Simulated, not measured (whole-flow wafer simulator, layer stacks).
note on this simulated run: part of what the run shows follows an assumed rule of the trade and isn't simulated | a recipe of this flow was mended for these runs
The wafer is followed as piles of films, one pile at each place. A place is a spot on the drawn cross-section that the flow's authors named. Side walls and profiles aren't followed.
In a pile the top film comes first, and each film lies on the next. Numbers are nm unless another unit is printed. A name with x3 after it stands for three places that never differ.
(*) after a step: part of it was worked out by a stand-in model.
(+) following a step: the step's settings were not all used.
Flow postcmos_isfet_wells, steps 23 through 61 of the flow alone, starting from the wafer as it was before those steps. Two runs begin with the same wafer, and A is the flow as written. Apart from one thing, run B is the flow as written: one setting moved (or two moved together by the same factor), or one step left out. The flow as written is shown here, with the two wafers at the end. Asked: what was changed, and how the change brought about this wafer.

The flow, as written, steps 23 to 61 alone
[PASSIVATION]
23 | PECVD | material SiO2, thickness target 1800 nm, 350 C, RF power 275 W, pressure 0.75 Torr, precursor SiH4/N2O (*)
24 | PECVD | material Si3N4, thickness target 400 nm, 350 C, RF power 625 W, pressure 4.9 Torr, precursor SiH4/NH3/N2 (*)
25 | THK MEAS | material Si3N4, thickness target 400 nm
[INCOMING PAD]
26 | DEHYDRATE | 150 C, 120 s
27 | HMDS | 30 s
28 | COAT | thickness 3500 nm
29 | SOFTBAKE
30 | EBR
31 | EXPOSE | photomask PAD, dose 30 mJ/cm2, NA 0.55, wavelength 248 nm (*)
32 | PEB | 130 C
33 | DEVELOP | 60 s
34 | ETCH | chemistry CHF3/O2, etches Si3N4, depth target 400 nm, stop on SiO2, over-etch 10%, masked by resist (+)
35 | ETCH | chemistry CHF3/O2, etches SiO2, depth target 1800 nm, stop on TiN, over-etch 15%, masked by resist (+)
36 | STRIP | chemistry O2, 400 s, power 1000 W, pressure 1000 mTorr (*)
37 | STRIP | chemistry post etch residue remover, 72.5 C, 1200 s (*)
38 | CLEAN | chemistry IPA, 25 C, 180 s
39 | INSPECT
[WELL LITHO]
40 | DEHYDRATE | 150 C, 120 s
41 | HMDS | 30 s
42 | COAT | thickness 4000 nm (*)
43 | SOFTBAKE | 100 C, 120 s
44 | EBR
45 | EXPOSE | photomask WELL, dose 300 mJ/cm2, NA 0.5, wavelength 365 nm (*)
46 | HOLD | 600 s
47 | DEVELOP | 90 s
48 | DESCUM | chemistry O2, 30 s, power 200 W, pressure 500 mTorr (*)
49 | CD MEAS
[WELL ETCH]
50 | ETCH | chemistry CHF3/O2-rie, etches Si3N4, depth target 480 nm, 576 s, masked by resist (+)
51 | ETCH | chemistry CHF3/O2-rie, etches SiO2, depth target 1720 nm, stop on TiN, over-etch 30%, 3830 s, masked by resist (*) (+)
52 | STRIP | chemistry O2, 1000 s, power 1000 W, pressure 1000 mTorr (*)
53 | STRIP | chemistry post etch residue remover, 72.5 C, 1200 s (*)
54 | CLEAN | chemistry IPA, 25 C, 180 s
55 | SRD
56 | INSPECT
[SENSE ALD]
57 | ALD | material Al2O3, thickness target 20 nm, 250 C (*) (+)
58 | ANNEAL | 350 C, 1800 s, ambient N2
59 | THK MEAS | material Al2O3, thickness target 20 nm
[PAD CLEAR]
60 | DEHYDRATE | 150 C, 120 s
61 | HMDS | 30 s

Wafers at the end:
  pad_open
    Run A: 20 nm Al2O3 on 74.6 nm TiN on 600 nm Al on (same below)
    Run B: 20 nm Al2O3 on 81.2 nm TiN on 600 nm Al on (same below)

Cause: step 34, ETCH: depth target 312 nm was run, whereas the flow has depth target 400 nm.

The path from the change to this, step by step:
  34 | ETCH | chemistry CHF3/O2, etches Si3N4, depth target 400 nm, stop on SiO2, over-etch 10%, masked by resist (+)
      pad_open: A -400 Si3N4 (all of it), -20 SiO2 | B -343.2 Si3N4
      field, margin x2, well900 x4, pad_clr: A -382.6 thick-KrF-resist | B -298.4 thick-KrF-resist
  35 | ETCH | chemistry CHF3/O2, etches SiO2, depth target 1800 nm, stop on TiN, over-etch 15%, masked by resist (+)
      pad_open: A -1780 SiO2 (all of it), -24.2 TiN | B -56.8 Si3N4 (all of it), -1800 SiO2 (all of it), -17.5 TiN
  36 | STRIP | chemistry O2, 400 s, power 1000 W, pressure 1000 mTorr (*)
      field, margin x2, well900 x4, pad_clr: A -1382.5 thick-KrF-resist (all of it) | B -1447.5 thick-KrF-resist (all of it)
